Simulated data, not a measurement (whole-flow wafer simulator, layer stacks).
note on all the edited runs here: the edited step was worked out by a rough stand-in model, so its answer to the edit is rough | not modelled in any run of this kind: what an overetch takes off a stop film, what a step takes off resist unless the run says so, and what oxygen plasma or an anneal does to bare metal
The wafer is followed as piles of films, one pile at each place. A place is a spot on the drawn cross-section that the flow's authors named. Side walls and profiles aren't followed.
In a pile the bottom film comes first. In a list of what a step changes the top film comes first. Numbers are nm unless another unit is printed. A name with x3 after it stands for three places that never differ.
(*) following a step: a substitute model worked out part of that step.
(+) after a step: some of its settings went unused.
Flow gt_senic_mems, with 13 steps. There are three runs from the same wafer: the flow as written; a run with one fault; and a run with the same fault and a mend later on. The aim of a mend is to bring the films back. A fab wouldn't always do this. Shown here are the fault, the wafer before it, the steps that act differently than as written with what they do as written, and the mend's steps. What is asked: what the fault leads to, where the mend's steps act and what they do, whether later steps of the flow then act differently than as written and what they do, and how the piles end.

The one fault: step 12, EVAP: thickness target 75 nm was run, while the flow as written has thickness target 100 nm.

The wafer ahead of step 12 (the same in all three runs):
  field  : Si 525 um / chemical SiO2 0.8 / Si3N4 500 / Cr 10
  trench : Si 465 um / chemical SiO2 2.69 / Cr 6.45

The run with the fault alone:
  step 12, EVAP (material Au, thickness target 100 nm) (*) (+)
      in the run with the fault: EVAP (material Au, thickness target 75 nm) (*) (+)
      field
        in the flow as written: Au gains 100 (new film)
        in the run with the fault: Au gains 75 (new film)
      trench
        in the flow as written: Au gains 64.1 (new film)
        in the run with the fault: Au gains 48.2 (new film)
  Later steps of the flow that are run all act as written at every place that is followed.
  By the end, the piles at field, trench depart from the flow's by more than 2% or 0.5 nm, whichever is larger.
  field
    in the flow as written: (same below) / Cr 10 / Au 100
    in the run with the fault: (same below) / Cr 10 / Au 75
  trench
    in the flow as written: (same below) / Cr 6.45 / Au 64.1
    in the run with the fault: (same below) / Cr 6.45 / Au 48.2

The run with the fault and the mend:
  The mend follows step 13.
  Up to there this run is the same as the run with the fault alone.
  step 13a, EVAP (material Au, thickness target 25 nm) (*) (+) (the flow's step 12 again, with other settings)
      field
        Au gains 25
      trench
        Au gains 16.1
  Later steps of the flow that are run all act as written at every place that is followed.
  When the end is reached, the piles differ only a little from the flow's at the places that both follow, at most by 2% or 0.5 nm, whichever is larger.
